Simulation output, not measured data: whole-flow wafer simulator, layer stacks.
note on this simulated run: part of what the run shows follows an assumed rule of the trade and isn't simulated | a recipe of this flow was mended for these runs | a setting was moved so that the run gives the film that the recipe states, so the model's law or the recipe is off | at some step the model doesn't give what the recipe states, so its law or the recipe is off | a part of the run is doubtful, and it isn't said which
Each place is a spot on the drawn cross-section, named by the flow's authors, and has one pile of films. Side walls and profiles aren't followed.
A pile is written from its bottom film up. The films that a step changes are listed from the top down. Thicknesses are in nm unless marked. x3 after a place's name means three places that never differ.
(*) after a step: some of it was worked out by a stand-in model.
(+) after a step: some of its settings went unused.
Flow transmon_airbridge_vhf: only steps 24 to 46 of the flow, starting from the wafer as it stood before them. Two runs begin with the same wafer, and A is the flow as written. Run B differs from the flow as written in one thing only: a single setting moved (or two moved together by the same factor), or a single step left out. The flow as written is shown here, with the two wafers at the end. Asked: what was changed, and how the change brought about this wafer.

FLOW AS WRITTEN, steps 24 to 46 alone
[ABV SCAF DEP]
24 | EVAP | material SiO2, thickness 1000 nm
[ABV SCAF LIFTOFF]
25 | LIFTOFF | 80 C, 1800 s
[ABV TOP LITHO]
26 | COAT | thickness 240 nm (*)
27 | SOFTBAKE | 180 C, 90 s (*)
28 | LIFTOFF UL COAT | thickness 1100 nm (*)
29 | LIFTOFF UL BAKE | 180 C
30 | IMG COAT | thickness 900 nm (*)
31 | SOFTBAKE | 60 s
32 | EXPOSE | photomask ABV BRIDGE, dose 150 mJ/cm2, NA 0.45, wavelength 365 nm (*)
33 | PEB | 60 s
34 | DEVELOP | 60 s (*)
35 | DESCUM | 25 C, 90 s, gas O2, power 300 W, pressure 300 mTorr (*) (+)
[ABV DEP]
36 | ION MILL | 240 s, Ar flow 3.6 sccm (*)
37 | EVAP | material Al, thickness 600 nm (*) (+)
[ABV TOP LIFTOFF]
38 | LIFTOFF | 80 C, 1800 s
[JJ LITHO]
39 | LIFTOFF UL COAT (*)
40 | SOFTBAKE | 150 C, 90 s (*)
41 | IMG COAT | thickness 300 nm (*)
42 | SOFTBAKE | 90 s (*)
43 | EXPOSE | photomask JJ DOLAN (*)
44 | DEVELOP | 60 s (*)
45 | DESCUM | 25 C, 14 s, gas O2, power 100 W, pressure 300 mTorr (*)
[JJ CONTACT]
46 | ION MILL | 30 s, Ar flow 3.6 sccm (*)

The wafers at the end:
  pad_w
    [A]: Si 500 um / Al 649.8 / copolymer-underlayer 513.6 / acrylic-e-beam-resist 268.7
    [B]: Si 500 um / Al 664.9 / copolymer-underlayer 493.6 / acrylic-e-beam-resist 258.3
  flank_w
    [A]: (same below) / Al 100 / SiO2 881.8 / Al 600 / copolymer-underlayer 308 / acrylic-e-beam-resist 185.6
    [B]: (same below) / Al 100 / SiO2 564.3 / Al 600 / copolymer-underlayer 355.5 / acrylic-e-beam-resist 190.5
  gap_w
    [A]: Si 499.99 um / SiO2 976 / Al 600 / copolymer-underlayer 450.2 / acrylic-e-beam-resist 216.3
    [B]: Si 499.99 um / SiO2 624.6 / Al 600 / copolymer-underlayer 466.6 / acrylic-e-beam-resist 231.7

Cause: step 24, EVAP: thickness 640 nm was run, while the flow as written has thickness 1000 nm; step 36, ION MILL: 154 s was run, where the flow has 240 s.

How this came from the change, step by step:
  24 | EVAP | material SiO2, thickness 1000 nm
      field x3, jj_line, ground_far and 10 more: A SiO2 gains 1000 (new film) | B SiO2 gains 640 (new film)
      flank_w, flank_e: A SiO2 gains 905.8 (new film) | B SiO2 gains 579.7 (new film)
  25 | LIFTOFF | 80 C, 1800 s
      field x3, jj_line, trace_open_s x2: A SiO2 loses 1000 (all of it), i-line-resist loses 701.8 (all of it), lift-off-underlayer loses 1100 (all of it), acrylic-e-beam-resist loses 240 (all of it) | B SiO2 loses 640 (all of it), i-line-resist loses 701.8 (all of it), lift-off-underlayer loses 1100 (all of it), acrylic-e-beam-resist loses 240 (all of it)
      pad_w, pad_e: A SiO2 loses 1000 (all of it), i-line-resist loses 696.3 (all of it), lift-off-underlayer loses 1089.9 (all of it), acrylic-e-beam-resist loses 239.3 (all of it) | B SiO2 loses 640 (all of it), i-line-resist loses 696.3 (all of it), lift-off-underlayer loses 1089.9 (all of it), acrylic-e-beam-resist loses 239.3 (all of it)
      (as well as at 1 more place)
  26 | COAT | thickness 240 nm (*)
      flank_w, flank_e: A acrylic-e-beam-resist gains 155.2 (new film) | B acrylic-e-beam-resist gains 166.6 (new film)
      gap_w, gap_e: A acrylic-e-beam-resist gains 211.2 (new film) | B acrylic-e-beam-resist gains 226.8 (new film)
      (as well as at 6 more places)
  28 | LIFTOFF UL COAT | thickness 1100 nm (*)
      gap_w, gap_e: A lift-off-underlayer gains 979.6 (new film) | B lift-off-underlayer gains 1030.7 (new film)
      margin_s, margin_n: A lift-off-underlayer gains 823.4 (new film) | B lift-off-underlayer gains 913 (new film)
      (as well as at 6 more places)
  30 | IMG COAT | thickness 900 nm (*)
      gap_w, gap_e: A i-line-resist gains 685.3 (new film) | B i-line-resist gains 773 (new film)
      margin_s, margin_n: A i-line-resist gains 603.2 (new film) | B i-line-resist gains 716.5 (new film)
      (as well as at 7 more places)
  33 | PEB | 60 s
      flank_w, flank_e: A i-line-resist loses 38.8 | B i-line-resist loses 42.2
      gap_w, gap_e: A i-line-resist loses 35 | B i-line-resist loses 39.7
      (as well as at 7 more places)
  34 | DEVELOP | 60 s (*)
      gap_w, gap_e: A i-line-resist loses 650.2 (all of it), lift-off-underlayer loses 979.6 (all of it) | B i-line-resist loses 733.3 (all of it), lift-off-underlayer loses 1030.7 (all of it)
      pad_w: A i-line-resist loses 937.3 (all of it), lift-off-underlayer loses 1246.2 (all of it) | B i-line-resist loses 905.7 (all of it), lift-off-underlayer loses 1189.5 (all of it)
      (as well as at 5 more places)
  35 | DESCUM | 25 C, 90 s, gas O2, power 300 W, pressure 300 mTorr (*) (+)
      field x3, jj_line, ground_far, trace_open_s x2, margin_s, margin_n: A i-line-resist loses 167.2 | B i-line-resist loses 159.3
      flank_w, flank_e: A acrylic-e-beam-resist loses 155.2 (all of it) | B acrylic-e-beam-resist loses 166.6 (all of it)
      (as well as at 6 more places)
  36 | ION MILL | 240 s, Ar flow 3.6 sccm (*)
      field x3, jj_line, ground_far, trace_open_s x2, margin_s, margin_n: A i-line-resist loses 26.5 | B i-line-resist loses 17
      flank_w, gap_w, cpw_trace, gap_e, flank_e, bridge_strip: A SiO2 loses 24 | B SiO2 loses 15.4
      (as well as at 2 more places)
  38 | LIFTOFF | 80 C, 1800 s
      field x3, jj_line, trace_open_s x2: A Al loses 600 (all of it), i-line-resist loses 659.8 (all of it), lift-off-underlayer loses 1100 (all of it), acrylic-e-beam-resist loses 240 (all of it) | B Al loses 600 (all of it), i-line-resist loses 677.1 (all of it), lift-off-underlayer loses 1100 (all of it), acrylic-e-beam-resist loses 240 (all of it)
      margin_s, margin_n: A Al loses 600 (all of it), i-line-resist loses 378.2 (all of it), lift-off-underlayer loses 823.4 (all of it), acrylic-e-beam-resist loses 168.6 (all of it) | B Al loses 600 (all of it), i-line-resist loses 503 (all of it), lift-off-underlayer loses 913 (all of it), acrylic-e-beam-resist loses 189.3 (all of it)
      (as well as at 1 more place)
  39 | LIFTOFF UL COAT (*)
      pad_w, pad_e: A copolymer-underlayer gains 513.6 (new film) | B copolymer-underlayer gains 493.6 (new film)
      flank_w, flank_e: A copolymer-underlayer gains 308 (new film) | B copolymer-underlayer gains 355.5 (new film)
      (as well as at 6 more places)
  41 | IMG COAT | thickness 300 nm (*)
      pad_w, pad_e: A acrylic-e-beam-resist gains 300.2 (new film) | B acrylic-e-beam-resist gains 289.8 (new film)
      flank_w, flank_e: A acrylic-e-beam-resist gains 217.1 (new film) | B acrylic-e-beam-resist gains 222 (new film)
      (as well as at 6 more places)
